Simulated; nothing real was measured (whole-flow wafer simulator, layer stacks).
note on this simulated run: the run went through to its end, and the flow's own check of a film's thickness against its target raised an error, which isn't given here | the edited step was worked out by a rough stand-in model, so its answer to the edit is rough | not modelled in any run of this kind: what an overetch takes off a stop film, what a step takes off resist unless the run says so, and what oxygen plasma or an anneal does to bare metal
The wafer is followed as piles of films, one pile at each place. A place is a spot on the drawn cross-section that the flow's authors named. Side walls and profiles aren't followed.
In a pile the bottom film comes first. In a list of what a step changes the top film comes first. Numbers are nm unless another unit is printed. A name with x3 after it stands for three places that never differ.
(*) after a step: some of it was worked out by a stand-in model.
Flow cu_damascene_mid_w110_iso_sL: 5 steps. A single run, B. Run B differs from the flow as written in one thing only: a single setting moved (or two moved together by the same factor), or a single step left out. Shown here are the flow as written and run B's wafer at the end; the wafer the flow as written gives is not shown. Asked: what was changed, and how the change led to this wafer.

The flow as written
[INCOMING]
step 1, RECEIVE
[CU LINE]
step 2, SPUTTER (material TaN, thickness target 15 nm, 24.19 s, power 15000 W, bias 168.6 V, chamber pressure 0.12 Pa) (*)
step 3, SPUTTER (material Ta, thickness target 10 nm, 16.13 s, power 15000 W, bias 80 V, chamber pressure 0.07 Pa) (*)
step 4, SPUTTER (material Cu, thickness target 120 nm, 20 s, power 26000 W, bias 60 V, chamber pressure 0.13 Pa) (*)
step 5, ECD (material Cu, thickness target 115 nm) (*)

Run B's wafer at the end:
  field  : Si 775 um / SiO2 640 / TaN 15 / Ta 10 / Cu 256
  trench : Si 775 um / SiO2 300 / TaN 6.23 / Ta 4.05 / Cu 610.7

Cause: step 4, SPUTTER: thickness target 141 nm was run, while the flow as written has thickness target 120 nm; step 4, SPUTTER: 23.5 s was run, where the flow has 20 s.

How this came from the change, step by step:
  step 4, SPUTTER (material Cu, thickness target 120 nm, 20 s, power 26000 W, bias 60 V, chamber pressure 0.13 Pa) (*)
      field: +141 Cu (new film) (in the flow as written it would be: +120 Cu (new film))
      trench: +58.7 Cu (new film) (in the flow as written it would be: +49.9 Cu (new film))
  step 5, ECD (material Cu, thickness target 115 nm) (*)
      trench: +552 Cu (in the flow as written it would be: +539.8 Cu)
